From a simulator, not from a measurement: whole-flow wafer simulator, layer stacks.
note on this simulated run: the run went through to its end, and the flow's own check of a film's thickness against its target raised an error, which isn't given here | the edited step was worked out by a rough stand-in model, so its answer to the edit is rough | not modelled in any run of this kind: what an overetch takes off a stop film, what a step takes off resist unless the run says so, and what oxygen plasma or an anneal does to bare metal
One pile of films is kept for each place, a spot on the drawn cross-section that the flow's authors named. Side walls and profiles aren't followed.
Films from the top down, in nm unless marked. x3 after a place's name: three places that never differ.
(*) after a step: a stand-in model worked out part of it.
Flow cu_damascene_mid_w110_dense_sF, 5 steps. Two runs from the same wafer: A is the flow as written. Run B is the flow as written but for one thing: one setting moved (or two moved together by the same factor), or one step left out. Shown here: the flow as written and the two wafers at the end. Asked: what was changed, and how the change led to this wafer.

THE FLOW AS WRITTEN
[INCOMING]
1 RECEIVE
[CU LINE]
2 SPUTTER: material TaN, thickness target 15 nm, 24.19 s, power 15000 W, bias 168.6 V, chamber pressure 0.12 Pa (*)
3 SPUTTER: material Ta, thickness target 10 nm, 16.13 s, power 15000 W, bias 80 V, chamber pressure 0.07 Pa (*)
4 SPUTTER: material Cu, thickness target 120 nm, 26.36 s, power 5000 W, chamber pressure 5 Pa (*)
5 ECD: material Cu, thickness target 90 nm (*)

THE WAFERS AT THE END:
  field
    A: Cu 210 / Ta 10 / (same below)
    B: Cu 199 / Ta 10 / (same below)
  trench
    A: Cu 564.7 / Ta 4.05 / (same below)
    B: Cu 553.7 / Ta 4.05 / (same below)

The cause: step 5, ECD: thickness target 79 nm was run, where the flow has thickness target 90 nm.

How the change led to this, step by step:
  5 ECD: material Cu, thickness target 90 nm (*)
      field: A Cu +90 | B Cu +79
      trench: A Cu +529 | B Cu +518
